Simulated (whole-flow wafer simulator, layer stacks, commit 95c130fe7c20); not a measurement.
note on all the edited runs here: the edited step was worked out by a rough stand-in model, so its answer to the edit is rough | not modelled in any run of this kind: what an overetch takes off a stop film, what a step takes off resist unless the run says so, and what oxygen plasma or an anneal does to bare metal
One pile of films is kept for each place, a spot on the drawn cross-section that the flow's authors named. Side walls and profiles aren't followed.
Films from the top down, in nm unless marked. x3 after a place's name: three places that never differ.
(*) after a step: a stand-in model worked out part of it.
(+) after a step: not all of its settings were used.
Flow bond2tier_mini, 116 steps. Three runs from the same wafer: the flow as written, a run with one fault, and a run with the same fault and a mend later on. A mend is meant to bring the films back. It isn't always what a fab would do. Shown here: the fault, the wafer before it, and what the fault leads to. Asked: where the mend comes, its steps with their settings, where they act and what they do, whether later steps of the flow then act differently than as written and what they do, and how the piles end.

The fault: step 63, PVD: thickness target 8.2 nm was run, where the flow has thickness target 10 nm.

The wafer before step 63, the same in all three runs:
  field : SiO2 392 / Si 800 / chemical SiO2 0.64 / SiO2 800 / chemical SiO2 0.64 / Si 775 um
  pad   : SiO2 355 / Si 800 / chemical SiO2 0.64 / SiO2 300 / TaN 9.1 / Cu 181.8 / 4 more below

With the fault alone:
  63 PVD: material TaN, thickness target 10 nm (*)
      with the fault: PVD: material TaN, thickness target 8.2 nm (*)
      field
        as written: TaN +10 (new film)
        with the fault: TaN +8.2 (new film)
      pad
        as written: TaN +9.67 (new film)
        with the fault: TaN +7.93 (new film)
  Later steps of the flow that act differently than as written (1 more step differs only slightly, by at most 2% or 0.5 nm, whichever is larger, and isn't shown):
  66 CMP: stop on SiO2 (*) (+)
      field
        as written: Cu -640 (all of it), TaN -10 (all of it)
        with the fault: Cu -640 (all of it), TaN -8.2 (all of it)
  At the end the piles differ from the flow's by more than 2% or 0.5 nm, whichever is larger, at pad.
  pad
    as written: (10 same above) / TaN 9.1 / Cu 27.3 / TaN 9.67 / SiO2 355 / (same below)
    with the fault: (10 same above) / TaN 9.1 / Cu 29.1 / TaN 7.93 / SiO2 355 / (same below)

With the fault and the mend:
  The mend comes after step 63.
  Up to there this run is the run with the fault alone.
  63a PVD: material TaN, thickness target 1.8 nm (*) (the flow's step 63 once more, with other settings)
      field
        TaN +1.8
      pad
        TaN +1.74
  No later step of the flow acts differently than as written at any place that is followed.
  At the end the piles are the same as the flow's at every place that both follow.
